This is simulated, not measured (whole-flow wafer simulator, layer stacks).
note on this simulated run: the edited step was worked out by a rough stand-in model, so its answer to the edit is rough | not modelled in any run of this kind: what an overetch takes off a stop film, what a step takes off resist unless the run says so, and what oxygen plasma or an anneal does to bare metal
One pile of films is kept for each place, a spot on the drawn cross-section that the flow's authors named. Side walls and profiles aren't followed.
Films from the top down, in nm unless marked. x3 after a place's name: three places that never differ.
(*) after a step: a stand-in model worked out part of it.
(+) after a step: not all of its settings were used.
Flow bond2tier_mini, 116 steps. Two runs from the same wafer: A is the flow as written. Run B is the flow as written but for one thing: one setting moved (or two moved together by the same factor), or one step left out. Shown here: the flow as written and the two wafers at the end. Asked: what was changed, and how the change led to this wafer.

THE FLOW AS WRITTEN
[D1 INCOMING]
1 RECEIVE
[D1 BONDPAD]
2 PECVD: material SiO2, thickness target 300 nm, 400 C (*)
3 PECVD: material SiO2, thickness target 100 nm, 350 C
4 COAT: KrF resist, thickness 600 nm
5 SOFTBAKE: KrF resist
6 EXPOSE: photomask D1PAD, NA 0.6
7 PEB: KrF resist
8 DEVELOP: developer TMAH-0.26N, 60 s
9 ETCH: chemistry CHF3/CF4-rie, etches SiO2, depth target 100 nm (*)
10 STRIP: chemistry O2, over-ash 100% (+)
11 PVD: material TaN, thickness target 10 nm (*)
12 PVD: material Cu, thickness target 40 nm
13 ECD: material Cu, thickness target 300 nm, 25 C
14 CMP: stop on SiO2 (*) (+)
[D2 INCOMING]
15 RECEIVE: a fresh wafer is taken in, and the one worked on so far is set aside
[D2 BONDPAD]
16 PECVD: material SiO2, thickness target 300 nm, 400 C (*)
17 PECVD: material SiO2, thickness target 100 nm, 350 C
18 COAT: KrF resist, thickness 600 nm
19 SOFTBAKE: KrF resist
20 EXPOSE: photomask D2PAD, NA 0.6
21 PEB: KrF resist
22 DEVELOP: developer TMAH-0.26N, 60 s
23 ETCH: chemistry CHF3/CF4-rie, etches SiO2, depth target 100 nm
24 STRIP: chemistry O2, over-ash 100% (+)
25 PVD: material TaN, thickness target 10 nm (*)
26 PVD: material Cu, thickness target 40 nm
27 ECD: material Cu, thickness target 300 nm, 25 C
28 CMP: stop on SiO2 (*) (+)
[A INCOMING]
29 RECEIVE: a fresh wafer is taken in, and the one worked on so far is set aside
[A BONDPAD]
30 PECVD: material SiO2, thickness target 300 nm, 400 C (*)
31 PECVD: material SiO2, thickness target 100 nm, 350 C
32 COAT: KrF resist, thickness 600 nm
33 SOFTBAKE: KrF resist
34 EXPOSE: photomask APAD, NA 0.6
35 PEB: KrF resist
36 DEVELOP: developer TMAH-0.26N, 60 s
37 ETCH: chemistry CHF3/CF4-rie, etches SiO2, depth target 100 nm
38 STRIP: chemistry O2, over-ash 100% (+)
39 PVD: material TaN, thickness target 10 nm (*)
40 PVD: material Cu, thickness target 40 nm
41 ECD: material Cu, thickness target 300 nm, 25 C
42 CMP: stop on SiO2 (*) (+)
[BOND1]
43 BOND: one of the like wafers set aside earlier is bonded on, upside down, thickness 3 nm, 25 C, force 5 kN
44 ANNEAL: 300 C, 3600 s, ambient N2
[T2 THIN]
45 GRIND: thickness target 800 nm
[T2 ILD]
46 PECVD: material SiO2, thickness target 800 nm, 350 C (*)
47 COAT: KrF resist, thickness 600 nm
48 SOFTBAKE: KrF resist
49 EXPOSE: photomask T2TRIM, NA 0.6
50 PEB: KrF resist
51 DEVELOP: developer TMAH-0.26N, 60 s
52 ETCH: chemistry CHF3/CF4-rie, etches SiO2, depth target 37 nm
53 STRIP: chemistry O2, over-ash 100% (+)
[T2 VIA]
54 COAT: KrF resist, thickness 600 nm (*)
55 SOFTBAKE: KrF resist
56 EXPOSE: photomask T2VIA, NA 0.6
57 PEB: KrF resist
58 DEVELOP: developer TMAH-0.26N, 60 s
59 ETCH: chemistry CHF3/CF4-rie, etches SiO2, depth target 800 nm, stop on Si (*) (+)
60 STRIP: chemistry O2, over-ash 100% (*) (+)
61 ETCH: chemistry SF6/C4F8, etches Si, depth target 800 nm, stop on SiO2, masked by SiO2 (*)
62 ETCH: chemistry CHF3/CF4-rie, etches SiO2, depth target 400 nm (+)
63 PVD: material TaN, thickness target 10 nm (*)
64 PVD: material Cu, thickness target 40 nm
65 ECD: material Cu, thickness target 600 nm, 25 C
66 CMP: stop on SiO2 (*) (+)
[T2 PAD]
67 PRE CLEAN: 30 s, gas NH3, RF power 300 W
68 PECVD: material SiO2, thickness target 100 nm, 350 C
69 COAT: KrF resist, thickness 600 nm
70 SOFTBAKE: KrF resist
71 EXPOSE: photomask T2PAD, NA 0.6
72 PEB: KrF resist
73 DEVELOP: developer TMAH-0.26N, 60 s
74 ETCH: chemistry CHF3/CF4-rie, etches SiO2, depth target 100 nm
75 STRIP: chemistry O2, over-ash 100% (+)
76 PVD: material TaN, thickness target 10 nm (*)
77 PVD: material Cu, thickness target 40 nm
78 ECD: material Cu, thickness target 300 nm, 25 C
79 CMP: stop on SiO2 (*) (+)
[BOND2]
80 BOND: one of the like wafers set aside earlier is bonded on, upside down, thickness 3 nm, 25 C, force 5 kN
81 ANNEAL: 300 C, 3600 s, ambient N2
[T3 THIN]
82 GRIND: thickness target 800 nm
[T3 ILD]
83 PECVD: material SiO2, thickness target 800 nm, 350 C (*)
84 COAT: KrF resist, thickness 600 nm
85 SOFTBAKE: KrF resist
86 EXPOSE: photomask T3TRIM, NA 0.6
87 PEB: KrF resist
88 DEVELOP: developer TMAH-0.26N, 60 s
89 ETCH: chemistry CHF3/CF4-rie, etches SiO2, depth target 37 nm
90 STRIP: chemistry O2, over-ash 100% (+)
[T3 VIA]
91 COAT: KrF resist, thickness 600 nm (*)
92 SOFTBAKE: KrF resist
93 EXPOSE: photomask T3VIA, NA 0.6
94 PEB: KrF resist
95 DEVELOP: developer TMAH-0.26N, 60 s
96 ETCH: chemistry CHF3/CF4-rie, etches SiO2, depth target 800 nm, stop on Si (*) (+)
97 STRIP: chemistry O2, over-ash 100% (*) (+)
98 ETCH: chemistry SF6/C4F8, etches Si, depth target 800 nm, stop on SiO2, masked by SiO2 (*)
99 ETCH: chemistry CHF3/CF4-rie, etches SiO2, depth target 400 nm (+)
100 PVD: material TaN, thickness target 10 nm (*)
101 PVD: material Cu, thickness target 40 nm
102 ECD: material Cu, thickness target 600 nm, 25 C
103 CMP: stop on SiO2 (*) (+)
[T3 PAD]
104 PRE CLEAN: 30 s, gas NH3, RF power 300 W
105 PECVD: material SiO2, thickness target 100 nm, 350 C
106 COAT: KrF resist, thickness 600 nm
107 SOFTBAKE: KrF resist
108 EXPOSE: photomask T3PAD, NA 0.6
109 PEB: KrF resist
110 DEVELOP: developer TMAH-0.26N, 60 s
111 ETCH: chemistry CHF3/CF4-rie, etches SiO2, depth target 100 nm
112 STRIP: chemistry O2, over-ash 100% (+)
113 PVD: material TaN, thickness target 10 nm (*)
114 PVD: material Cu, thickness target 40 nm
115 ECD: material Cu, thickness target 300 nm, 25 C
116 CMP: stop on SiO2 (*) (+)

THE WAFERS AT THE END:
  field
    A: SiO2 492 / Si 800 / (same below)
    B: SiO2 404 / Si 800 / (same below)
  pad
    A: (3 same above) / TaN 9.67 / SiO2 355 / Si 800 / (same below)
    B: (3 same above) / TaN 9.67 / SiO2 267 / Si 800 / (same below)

The cause: step 83, PECVD: thickness target 712 nm was run, where the flow has thickness target 800 nm.

How the change led to this, step by step:
  83 PECVD: material SiO2, thickness target 800 nm, 350 C (*)
      field, pad: A SiO2 +800 (new film) | B SiO2 +712 (new film)
